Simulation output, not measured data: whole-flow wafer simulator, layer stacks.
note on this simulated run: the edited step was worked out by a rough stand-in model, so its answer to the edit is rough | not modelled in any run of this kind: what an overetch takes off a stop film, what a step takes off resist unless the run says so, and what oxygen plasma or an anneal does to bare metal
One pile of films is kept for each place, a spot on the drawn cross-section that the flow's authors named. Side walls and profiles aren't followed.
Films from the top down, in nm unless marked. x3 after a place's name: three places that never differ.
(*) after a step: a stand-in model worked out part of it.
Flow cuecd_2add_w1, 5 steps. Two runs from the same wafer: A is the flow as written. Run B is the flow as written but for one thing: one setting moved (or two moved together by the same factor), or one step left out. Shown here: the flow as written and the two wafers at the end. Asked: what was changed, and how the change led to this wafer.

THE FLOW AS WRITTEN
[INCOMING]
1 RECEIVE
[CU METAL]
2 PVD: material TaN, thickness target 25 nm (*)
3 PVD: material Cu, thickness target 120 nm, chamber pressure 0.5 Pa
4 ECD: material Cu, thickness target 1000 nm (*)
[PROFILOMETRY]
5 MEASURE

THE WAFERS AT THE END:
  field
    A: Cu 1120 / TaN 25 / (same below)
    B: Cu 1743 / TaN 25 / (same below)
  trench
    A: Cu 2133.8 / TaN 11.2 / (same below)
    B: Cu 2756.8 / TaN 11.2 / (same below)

The cause: step 4, ECD: thickness target 1623 nm was run, where the flow has thickness target 1000 nm.

How the change led to this, step by step:
  4 ECD: material Cu, thickness target 1000 nm (*)
      field: A Cu +1000 | B Cu +1623
      trench: A Cu +2080.2 | B Cu +2703.2
